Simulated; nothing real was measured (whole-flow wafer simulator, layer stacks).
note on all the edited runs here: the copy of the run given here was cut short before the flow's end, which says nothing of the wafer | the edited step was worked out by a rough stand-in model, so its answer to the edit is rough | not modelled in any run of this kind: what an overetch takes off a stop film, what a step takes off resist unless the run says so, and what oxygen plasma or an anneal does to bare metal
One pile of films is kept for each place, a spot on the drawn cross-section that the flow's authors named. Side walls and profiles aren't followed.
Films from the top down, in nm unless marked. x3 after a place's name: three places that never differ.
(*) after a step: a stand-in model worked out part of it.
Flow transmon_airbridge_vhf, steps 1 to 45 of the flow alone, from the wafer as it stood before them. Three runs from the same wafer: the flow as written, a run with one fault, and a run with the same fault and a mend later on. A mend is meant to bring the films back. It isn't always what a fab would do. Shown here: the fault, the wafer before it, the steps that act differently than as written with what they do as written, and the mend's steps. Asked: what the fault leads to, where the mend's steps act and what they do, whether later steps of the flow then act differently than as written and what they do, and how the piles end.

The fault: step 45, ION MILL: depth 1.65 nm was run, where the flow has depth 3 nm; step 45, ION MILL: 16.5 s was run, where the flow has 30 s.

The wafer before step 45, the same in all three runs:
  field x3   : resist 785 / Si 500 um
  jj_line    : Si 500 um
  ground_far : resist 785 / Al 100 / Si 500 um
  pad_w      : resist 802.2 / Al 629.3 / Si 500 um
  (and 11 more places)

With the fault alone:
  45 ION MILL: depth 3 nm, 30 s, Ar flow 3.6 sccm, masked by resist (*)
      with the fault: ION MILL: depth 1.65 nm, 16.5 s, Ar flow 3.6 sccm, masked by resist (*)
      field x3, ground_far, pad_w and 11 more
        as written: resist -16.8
        with the fault: resist -9.23
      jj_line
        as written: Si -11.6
        with the fault: Si -6.4
  No later step of the flow acts differently than as written at any place that is followed.
  At the end the piles differ from the flow's only slightly at the places that both follow, by at most 2% or 0.5 nm, whichever is larger.

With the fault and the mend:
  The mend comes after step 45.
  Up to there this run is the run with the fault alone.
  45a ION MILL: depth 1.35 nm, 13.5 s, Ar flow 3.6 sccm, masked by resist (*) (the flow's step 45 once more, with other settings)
      field x3, ground_far, pad_w and 11 more
        resist -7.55
      jj_line
        Si -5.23
  No later step of the flow acts differently than as written at any place that is followed.
  At the end the piles are the same as the flow's at every place that both follow.
